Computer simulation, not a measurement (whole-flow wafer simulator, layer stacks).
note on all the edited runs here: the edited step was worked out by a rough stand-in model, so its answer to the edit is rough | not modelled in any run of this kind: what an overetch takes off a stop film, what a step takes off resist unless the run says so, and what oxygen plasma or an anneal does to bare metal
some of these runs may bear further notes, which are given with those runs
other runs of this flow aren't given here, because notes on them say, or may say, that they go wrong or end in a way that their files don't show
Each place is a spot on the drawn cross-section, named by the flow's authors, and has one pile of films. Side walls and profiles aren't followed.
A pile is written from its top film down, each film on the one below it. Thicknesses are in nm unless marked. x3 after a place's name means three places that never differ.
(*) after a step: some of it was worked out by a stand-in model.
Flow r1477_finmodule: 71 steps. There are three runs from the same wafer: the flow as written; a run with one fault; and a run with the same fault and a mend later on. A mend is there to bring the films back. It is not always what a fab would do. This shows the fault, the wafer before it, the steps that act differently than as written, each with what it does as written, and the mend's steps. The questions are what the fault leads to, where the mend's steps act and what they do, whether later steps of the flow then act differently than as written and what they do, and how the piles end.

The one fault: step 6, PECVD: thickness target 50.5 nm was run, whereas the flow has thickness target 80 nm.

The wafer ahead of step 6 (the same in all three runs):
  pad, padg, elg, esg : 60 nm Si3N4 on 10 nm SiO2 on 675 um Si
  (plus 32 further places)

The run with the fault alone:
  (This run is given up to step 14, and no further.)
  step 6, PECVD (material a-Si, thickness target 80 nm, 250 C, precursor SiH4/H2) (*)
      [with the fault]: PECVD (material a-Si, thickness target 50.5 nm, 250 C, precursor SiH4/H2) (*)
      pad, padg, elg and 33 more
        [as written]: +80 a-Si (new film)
        [with the fault]: +50.5 a-Si (new film)
  None of the later steps of the flow up to step 14 acts differently than as written at any place that is followed.
  After step 14, at pad, padg, elg and 33 more, the piles differ from the flow's by more than 2% or 0.5 nm, whichever is larger.
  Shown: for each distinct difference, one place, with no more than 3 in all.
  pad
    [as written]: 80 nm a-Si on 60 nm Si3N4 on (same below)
    [with the fault]: 50.5 nm a-Si on 60 nm Si3N4 on (same below)
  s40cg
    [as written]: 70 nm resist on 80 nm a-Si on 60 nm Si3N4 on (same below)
    [with the fault]: 70 nm resist on 50.5 nm a-Si on 60 nm Si3N4 on (same below)

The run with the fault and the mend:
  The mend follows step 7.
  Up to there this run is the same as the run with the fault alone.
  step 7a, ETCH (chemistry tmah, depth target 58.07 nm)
      pad, padg, elg and 33 more
        -50.5 a-Si (all of it)
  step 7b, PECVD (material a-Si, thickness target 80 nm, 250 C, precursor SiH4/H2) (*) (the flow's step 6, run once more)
      pad, padg, elg and 33 more
        +80 a-Si (new film)
  None of the later steps of the flow acts differently than as written at any place that is followed.
  At every place that both follow, the piles at the end match the flow's.
